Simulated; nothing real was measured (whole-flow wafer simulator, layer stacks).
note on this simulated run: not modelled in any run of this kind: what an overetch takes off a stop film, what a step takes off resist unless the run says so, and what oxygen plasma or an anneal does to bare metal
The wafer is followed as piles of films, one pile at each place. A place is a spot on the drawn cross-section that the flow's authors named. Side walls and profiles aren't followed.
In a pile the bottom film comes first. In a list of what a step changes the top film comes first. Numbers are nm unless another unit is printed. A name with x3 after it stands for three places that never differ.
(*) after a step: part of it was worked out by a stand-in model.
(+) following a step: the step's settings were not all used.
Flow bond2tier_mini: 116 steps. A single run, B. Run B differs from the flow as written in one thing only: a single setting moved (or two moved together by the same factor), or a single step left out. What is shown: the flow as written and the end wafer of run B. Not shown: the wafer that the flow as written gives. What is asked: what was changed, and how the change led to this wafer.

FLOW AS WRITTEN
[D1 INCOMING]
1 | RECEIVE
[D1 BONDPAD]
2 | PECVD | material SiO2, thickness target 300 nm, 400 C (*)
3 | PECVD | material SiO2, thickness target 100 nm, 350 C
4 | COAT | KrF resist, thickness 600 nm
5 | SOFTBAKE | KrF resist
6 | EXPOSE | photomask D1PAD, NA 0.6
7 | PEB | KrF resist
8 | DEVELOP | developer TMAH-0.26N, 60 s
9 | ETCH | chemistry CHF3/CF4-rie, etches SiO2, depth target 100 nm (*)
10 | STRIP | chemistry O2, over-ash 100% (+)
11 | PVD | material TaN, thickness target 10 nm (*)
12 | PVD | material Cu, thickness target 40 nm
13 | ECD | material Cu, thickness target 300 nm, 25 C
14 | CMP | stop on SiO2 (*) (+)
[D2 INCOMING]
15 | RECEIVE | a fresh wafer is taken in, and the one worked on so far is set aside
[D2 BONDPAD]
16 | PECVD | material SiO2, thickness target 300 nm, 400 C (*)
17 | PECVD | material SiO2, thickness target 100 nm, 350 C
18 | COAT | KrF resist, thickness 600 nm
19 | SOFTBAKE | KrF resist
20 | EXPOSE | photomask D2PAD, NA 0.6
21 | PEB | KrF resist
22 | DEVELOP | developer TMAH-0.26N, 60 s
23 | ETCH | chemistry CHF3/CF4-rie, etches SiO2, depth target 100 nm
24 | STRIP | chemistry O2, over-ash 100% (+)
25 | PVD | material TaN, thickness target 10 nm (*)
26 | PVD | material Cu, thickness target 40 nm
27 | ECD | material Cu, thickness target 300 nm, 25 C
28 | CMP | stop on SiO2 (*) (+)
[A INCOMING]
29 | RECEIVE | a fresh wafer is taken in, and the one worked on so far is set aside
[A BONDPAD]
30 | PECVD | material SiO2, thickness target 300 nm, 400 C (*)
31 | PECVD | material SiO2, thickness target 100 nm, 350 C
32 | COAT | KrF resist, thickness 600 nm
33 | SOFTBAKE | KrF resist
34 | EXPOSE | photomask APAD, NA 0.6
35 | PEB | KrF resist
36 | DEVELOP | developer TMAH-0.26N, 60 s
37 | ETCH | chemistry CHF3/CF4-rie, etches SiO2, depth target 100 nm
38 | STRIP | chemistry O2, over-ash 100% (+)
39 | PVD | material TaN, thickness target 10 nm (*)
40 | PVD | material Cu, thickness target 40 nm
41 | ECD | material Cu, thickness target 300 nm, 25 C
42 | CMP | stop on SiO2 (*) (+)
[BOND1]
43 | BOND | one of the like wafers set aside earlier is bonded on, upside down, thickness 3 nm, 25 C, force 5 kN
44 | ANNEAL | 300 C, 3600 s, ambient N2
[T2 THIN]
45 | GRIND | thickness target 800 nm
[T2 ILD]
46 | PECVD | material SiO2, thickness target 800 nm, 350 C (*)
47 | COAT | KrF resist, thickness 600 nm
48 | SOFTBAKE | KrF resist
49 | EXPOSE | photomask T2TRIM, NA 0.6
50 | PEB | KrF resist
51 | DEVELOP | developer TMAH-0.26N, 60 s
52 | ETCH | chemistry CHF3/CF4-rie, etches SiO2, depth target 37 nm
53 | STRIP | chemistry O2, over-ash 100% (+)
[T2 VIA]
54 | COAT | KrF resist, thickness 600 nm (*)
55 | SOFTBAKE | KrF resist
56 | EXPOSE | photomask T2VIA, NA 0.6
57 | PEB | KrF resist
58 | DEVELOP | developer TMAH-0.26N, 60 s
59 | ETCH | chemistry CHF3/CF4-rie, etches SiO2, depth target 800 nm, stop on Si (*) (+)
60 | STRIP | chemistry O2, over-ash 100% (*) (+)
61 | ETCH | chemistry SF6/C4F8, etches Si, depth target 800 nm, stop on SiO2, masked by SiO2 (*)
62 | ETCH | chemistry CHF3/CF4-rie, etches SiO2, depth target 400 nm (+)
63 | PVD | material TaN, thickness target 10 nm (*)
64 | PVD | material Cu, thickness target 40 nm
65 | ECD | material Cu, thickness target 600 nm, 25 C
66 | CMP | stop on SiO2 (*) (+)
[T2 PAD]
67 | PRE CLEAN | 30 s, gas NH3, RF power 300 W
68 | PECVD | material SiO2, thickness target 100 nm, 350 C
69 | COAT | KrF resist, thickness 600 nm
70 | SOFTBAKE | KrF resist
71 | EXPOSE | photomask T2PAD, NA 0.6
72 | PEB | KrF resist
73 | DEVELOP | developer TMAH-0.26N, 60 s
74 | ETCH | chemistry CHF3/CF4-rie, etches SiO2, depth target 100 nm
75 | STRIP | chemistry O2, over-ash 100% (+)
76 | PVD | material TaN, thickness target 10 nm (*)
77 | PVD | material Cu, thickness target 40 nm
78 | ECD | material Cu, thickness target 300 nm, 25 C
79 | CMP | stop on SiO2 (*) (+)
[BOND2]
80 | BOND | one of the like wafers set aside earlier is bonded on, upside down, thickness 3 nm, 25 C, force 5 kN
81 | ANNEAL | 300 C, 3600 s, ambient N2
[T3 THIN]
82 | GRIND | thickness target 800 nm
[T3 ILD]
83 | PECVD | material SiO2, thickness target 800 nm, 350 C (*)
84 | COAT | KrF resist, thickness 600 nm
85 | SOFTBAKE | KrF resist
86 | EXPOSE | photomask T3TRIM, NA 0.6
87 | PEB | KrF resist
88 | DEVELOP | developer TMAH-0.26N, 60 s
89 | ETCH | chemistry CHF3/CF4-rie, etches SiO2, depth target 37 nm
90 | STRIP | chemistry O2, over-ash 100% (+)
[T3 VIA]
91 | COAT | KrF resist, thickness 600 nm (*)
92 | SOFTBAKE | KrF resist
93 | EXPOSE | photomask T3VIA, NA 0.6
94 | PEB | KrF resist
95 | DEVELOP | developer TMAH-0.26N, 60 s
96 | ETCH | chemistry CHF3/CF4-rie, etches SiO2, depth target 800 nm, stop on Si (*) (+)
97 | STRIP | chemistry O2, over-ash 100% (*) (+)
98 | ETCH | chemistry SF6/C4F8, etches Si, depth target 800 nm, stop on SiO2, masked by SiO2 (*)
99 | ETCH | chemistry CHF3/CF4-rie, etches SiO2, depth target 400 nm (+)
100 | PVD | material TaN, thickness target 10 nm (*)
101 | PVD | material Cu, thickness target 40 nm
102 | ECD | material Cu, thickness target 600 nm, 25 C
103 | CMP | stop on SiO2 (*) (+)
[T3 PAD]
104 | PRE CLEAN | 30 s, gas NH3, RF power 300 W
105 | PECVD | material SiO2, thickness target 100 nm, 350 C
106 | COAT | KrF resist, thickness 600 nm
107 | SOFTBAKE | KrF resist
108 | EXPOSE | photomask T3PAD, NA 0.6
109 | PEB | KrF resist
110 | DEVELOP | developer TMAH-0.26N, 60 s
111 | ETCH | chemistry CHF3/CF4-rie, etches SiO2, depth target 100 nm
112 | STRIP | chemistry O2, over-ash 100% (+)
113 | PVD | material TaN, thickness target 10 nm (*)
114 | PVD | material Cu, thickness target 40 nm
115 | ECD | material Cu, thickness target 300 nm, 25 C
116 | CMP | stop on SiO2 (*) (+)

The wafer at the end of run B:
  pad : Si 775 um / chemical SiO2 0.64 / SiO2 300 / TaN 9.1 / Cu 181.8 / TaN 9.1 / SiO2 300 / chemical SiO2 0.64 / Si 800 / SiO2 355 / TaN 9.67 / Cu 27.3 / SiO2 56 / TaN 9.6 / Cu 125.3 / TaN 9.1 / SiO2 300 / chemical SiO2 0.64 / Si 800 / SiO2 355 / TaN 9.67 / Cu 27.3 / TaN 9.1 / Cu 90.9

The reason: step 74, ETCH: depth target 44 nm was run, though the flow has depth target 100 nm.

Step by step, how the change led to this:
  74 | ETCH | chemistry CHF3/CF4-rie, etches SiO2, depth target 100 nm
      pad: -44 SiO2 (in the flow as written it would be: -100 SiO2 (all of it))
      field: -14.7 KrF resist (in the flow as written it would be: -33.3 KrF resist)
  75 | STRIP | chemistry O2, over-ash 100% (+)
      field: -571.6 KrF resist (all of it) (in the flow as written it would be: -552.9 KrF resist (all of it))
  77 | PVD | material Cu, thickness target 40 nm
      pad: +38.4 Cu (new film) (in the flow as written it would be: +36.4 Cu (new film))
  78 | ECD | material Cu, thickness target 300 nm, 25 C
      pad: +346 Cu (in the flow as written it would be: +404.5 Cu)
With metal films that touch counted as one body, pad has 4 bodies (between them, from the top down: SiO2 355 / Si 800 / chemical SiO2 0.64 / SiO2 300; SiO2 56; SiO2 355 / Si 800 / chemical SiO2 0.64 / SiO2 300); the flow as written gives 3 bodies (between them, from the top down: SiO2 355 / Si 800 / chemical SiO2 0.64 / SiO2 300; SiO2 355 / Si 800 / chemical SiO2 0.64 / SiO2 300).
